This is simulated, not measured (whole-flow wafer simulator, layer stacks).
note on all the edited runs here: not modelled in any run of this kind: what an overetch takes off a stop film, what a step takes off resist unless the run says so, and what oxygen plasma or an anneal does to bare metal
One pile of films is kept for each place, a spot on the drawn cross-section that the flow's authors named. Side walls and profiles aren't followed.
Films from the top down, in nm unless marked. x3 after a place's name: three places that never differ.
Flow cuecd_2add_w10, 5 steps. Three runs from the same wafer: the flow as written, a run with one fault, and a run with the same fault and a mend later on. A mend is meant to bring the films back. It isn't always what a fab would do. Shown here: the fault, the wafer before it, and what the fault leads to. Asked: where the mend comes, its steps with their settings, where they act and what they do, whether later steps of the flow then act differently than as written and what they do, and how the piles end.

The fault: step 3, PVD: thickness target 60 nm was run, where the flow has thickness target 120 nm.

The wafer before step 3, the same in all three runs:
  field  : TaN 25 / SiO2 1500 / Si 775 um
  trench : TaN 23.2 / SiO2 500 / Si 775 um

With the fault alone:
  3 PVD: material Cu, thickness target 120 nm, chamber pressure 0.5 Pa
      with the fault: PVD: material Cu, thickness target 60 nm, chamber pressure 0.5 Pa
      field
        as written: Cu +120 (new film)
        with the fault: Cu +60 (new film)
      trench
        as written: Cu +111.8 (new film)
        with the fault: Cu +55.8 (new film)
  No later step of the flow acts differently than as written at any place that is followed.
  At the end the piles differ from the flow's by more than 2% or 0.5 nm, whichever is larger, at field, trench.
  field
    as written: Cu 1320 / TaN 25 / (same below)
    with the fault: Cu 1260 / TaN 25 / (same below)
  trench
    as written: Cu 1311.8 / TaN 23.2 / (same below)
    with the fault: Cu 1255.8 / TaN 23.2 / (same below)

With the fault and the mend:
  The mend comes after step 3.
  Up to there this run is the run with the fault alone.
  3a PVD: material Cu, thickness target 60 nm, chamber pressure 0.5 Pa (the flow's step 3 once more, with other settings)
      field
        Cu +60
      trench
        Cu +55.8
  No later step of the flow acts differently than as written at any place that is followed.
  At the end the piles differ from the flow's only slightly at the places that both follow, by at most 2% or 0.5 nm, whichever is larger.
